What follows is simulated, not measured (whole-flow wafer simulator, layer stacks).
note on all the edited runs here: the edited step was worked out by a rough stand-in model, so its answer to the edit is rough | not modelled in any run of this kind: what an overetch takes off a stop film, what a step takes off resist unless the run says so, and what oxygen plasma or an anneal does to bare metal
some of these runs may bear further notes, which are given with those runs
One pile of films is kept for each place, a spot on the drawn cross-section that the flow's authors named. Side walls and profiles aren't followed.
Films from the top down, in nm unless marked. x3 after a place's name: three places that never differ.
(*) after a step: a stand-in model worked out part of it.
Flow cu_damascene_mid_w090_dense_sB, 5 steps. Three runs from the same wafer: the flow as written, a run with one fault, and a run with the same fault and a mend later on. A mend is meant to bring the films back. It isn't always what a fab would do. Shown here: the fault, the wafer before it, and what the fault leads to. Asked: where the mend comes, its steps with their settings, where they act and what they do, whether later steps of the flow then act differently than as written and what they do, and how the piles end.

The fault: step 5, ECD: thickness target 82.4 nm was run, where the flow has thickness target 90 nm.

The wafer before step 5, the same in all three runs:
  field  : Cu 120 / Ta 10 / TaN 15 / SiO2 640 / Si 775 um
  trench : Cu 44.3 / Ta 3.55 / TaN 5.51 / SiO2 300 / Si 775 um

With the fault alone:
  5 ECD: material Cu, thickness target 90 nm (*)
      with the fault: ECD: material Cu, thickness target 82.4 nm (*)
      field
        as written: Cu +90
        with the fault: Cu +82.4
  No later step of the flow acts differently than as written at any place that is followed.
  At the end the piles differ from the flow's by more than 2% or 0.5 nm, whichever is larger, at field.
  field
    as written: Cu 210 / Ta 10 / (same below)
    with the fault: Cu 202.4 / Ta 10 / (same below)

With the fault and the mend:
  The mend comes after step 5.
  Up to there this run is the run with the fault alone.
  5a ECD: material Cu, thickness target 7.6 nm (the flow's step 5 once more, with other settings)
      field, trench
        Cu +7.6
  No later step of the flow acts differently than as written at any place that is followed.
  At the end the piles are the same as the flow's at every place that both follow.
